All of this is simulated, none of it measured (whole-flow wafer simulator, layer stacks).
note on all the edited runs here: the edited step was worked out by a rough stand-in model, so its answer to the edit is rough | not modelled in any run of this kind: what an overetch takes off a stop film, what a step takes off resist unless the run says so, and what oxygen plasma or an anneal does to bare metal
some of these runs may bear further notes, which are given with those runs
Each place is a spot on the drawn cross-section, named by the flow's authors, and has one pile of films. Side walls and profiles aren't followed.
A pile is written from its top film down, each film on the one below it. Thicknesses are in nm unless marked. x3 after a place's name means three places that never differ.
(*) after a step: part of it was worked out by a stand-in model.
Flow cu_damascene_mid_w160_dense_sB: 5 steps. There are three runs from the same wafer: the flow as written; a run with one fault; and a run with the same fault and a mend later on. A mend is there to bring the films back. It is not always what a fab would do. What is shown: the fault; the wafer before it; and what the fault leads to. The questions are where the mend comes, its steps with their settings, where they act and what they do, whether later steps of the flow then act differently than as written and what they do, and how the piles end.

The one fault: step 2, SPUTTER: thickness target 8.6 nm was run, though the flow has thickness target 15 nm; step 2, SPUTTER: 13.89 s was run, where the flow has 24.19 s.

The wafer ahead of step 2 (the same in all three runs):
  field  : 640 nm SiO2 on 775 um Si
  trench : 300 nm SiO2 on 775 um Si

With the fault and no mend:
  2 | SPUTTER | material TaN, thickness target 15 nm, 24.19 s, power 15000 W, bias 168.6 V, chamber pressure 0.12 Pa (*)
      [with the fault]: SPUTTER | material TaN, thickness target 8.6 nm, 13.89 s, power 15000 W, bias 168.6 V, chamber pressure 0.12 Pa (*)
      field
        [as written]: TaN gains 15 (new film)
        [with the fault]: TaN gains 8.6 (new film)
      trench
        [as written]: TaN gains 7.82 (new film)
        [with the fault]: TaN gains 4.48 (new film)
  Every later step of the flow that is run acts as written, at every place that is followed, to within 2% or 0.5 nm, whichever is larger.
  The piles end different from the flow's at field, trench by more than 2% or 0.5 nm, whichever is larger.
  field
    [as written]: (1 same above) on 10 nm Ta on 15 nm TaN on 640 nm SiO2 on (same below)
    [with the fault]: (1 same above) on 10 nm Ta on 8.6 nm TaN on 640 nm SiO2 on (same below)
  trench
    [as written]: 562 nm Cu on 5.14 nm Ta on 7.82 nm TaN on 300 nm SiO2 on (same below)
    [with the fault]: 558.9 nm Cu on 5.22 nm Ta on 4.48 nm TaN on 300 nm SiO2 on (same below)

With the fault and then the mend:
  The mend stands after step 2.
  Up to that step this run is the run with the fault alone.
  2a | SPUTTER | material TaN, thickness target 6.4 nm, 10.3 s, power 15000 W, bias 168.6 V, chamber pressure 0.12 Pa (*) (the flow's step 2 again, with other settings)
      field
        TaN gains 6.4
      trench
        TaN gains 3.27
  Every later step of the flow that is run acts as written, at every place that is followed, to within 2% or 0.5 nm, whichever is larger.
  When the end is reached, the piles differ only a little from the flow's at the places that both follow, at most by 2% or 0.5 nm, whichever is larger.
